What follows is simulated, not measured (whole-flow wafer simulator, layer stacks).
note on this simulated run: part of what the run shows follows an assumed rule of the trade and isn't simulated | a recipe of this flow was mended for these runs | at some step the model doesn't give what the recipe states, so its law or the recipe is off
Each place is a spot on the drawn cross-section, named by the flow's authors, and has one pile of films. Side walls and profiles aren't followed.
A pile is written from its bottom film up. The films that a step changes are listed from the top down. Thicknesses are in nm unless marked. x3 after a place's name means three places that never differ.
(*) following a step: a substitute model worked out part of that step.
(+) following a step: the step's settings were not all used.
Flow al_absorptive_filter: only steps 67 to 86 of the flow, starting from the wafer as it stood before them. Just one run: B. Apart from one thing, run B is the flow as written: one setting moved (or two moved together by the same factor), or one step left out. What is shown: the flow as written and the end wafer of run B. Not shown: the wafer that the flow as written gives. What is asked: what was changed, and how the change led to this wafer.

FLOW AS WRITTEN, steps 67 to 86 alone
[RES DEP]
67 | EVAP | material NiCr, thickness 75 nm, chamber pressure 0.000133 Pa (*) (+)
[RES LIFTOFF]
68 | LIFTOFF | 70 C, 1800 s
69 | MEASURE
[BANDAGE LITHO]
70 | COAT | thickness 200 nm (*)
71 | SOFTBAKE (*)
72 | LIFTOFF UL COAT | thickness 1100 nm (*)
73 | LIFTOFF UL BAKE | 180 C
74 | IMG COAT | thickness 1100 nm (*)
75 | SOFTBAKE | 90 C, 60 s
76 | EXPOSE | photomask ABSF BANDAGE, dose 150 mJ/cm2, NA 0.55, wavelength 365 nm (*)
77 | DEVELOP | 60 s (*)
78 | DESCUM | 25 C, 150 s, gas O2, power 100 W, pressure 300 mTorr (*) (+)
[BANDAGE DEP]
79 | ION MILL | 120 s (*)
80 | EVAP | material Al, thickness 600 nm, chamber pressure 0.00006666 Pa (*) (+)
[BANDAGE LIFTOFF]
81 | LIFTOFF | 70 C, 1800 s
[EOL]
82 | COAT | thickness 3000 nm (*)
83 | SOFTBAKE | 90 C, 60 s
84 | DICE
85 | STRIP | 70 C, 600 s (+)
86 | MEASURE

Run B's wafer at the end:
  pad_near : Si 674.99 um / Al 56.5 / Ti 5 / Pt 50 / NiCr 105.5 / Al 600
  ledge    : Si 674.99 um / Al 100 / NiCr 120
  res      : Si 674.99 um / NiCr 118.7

What caused this: step 67, EVAP: thickness 120 nm was run, though the flow has thickness 75 nm.
One can read it off the wafer: ledge has NiCr 120, and step 67 as written asks for 75 nm.

Step by step, how the change led to this:
  67 | EVAP | material NiCr, thickness 75 nm, chamber pressure 0.000133 Pa (*) (+)
      gnd, pad_far, ledge and 9 more: NiCr gains 120 (new film) (it would be, as written: NiCr gains 75 (new film))
      pad_near: NiCr gains 118.8 (new film) (it would be, as written: NiCr gains 74.2 (new film))
      (as well as at 1 more place)
  68 | LIFTOFF | 70 C, 1800 s
      xa_field, xl_land, idc_field: NiCr loses 120 (all of it), i-line-resist loses 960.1 (all of it), lift-off-underlayer loses 1100 (all of it), acrylic-e-beam-resist loses 200 (all of it) (it would be, as written: NiCr loses 75 (all of it), i-line-resist loses 960.1 (all of it), lift-off-underlayer loses 1100 (all of it), acrylic-e-beam-resist loses 200 (all of it))
      gnd: NiCr loses 120 (all of it), i-line-resist loses 959.5 (all of it), lift-off-underlayer loses 1100.9 (all of it), acrylic-e-beam-resist loses 200.6 (all of it) (it would be, as written: NiCr loses 75 (all of it), i-line-resist loses 959.5 (all of it), lift-off-underlayer loses 1100.9 (all of it), acrylic-e-beam-resist loses 200.6 (all of it))
      (as well as at 7 more places)
  70 | COAT | thickness 200 nm (*)
      pad_near: acrylic-e-beam-resist gains 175 (new film) (it would be, as written: acrylic-e-beam-resist gains 180.9 (new film))
      res: acrylic-e-beam-resist gains 209.9 (new film) (it would be, as written: acrylic-e-beam-resist gains 218.1 (new film))
  72 | LIFTOFF UL COAT | thickness 1100 nm (*)
      ledge: lift-off-underlayer gains 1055 (new film) (it would be, as written: lift-off-underlayer gains 1077.5 (new film))
  78 | DESCUM | 25 C, 150 s, gas O2, power 100 W, pressure 300 mTorr (*) (+)
      pad_near: acrylic-e-beam-resist loses 175 (all of it) (it would be, as written: acrylic-e-beam-resist loses 180.9 (all of it))
  81 | LIFTOFF | 70 C, 1800 s
      ledge: Al loses 600 (all of it), i-line-resist loses 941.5 (all of it), lift-off-underlayer loses 1055 (all of it), acrylic-e-beam-resist loses 166.4 (all of it) (it would be, as written: Al loses 600 (all of it), i-line-resist loses 956.6 (all of it), lift-off-underlayer loses 1077.5 (all of it), acrylic-e-beam-resist loses 167 (all of it))
      res: Al loses 600 (all of it), i-line-resist loses 951.2 (all of it), lift-off-underlayer loses 1100.6 (all of it), acrylic-e-beam-resist loses 209.9 (all of it) (it would be, as written: Al loses 600 (all of it), i-line-resist loses 964.1 (all of it), lift-off-underlayer loses 1118.2 (all of it), acrylic-e-beam-resist loses 218.1 (all of it))
  83 | SOFTBAKE | 90 C, 60 s
      gnd: i-line-resist gains 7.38 (it would be, as written: i-line-resist gains 6.13)
      pad_near: i-line-resist loses 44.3 (it would be, as written: i-line-resist loses 41.1)
      (as well as at 2 more places)
